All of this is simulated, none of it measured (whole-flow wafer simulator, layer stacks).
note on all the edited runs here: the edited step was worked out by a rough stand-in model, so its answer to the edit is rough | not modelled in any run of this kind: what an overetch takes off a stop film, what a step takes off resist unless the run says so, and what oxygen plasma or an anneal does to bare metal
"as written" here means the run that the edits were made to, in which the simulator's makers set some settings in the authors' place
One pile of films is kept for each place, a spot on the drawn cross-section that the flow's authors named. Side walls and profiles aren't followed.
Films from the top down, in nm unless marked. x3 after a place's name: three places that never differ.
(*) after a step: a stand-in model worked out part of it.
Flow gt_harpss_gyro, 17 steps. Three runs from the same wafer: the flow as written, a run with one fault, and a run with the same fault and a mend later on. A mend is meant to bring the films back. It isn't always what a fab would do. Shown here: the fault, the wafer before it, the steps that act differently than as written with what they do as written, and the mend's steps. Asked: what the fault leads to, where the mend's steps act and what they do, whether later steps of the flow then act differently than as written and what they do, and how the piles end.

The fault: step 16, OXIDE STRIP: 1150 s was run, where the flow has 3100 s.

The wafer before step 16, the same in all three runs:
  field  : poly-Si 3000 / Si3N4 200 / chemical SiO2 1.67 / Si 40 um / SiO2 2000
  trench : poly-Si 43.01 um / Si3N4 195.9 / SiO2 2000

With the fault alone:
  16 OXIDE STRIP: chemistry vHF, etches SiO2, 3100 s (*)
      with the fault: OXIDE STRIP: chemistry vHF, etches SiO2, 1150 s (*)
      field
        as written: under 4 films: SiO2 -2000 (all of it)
        with the fault: under 4 films: SiO2 -890.4
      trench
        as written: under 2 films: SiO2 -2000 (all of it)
        with the fault: under 2 films: SiO2 -890.4
  No later step of the flow acts differently than as written at any place that is followed.
  At the end the piles differ from the flow's by more than 2% or 0.5 nm, whichever is larger, at field, trench.
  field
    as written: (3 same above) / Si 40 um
    with the fault: (3 same above) / Si 40 um / SiO2 1109.6
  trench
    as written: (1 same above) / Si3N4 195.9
    with the fault: (1 same above) / Si3N4 195.9 / SiO2 1109.6

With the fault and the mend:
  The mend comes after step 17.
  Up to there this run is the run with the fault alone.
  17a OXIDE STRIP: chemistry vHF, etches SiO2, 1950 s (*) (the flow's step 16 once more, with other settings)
      field
        under 4 films: SiO2 -1109.6 (all of it)
      trench
        under 2 films: SiO2 -1109.6 (all of it)
  No later step of the flow acts differently than as written at any place that is followed.
  At the end the piles are the same as the flow's at every place that both follow.
